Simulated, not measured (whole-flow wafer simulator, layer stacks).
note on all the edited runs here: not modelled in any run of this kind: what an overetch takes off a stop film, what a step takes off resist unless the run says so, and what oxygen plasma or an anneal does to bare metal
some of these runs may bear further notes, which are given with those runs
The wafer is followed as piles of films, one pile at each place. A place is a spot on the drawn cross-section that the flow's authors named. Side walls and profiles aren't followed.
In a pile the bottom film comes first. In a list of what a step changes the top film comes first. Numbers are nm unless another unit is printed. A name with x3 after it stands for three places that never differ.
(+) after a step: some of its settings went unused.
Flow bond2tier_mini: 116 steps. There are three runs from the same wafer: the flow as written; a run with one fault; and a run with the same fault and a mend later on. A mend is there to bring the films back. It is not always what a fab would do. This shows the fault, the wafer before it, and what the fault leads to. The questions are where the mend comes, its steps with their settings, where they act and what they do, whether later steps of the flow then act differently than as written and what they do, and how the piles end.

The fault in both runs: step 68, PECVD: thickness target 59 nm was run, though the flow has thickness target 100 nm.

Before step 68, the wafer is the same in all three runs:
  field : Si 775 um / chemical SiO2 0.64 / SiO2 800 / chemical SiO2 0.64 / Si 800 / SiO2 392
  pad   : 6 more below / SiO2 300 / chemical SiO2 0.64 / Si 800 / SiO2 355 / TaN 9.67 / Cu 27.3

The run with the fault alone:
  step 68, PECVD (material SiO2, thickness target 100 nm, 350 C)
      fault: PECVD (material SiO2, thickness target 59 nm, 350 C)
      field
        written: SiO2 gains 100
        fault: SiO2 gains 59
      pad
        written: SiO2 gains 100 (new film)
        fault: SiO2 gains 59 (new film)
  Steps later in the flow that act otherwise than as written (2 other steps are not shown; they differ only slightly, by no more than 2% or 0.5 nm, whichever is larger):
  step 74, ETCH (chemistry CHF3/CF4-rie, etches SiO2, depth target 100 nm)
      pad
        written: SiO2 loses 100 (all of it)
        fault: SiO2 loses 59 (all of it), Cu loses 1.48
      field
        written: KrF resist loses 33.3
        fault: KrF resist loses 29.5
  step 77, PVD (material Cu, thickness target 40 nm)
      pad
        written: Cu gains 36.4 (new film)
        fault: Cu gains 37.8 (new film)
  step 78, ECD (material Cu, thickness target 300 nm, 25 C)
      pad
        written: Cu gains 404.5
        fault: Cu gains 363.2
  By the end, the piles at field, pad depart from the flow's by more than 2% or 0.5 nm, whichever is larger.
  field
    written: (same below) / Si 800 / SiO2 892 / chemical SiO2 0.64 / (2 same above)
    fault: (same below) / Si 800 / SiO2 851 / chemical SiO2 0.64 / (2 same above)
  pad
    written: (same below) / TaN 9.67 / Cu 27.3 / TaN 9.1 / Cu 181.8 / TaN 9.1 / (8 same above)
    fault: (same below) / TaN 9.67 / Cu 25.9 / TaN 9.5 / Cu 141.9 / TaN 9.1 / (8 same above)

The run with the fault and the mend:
  The mend stands after step 73.
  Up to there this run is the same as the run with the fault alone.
  step 73a, STRIP (chemistry O2, over-ash 100%) (+)
      field
        KrF resist loses 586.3 (all of it)
  step 73b, PECVD (material SiO2, thickness target 41 nm, 350 C) (the flow's step 68 again, with other settings)
      field, pad
        SiO2 gains 41
  step 73c, COAT (KrF resist, thickness 600 nm) (the flow's step 69 again)
      field, pad
        KrF resist gains 600 (new film)
  step 73d, SOFTBAKE (KrF resist) (the flow's step 70 again)
      does not change any film at any place that is followed
  step 73e, EXPOSE (photomask T2PAD, NA 0.6) (the flow's step 71 again)
      does not change any film at any place that is followed
  step 73f, PEB (KrF resist) (the flow's step 72 again)
      does not change any film at any place that is followed
  step 73g, DEVELOP (developer TMAH-0.26N, 60 s) (the flow's step 73 again)
      field
        KrF resist loses 13.7
      pad
        KrF resist loses 600 (all of it)
  None of the later steps of the flow acts differently than as written at any place that is followed.
  At every place that both follow, the piles at the end match the flow's.
